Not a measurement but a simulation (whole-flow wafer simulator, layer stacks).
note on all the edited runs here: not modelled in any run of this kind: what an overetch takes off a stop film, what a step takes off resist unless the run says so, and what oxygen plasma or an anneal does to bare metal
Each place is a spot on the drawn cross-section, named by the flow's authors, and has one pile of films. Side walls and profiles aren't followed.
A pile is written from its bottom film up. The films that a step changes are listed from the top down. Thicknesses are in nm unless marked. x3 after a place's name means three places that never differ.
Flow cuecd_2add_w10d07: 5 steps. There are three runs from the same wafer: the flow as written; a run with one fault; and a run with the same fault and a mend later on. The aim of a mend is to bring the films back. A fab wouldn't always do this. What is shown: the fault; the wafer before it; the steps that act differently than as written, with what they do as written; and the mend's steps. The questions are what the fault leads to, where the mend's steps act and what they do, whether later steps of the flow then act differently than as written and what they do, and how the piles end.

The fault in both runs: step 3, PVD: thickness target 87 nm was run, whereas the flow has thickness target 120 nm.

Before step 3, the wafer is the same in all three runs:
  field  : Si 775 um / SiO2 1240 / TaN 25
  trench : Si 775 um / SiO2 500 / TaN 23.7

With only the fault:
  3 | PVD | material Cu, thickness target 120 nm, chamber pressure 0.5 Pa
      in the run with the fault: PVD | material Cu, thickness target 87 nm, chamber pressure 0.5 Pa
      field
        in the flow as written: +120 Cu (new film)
        in the run with the fault: +87 Cu (new film)
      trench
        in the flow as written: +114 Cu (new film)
        in the run with the fault: +82.6 Cu (new film)
  None of the later steps of the flow acts differently than as written at any place that is followed.
  The piles end different from the flow's at field, trench by more than 2% or 0.5 nm, whichever is larger.
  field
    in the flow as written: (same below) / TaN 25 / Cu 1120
    in the run with the fault: (same below) / TaN 25 / Cu 1087
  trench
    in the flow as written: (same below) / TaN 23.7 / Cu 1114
    in the run with the fault: (same below) / TaN 23.7 / Cu 1082.6

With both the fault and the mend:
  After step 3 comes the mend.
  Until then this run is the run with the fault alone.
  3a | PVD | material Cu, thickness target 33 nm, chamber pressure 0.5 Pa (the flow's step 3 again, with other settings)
      field
        +33 Cu
      trench
        +31.3 Cu
  None of the later steps of the flow acts differently than as written at any place that is followed.
  The piles end only slightly different from the flow's at the places that both follow, by no more than 2% or 0.5 nm, whichever is larger.
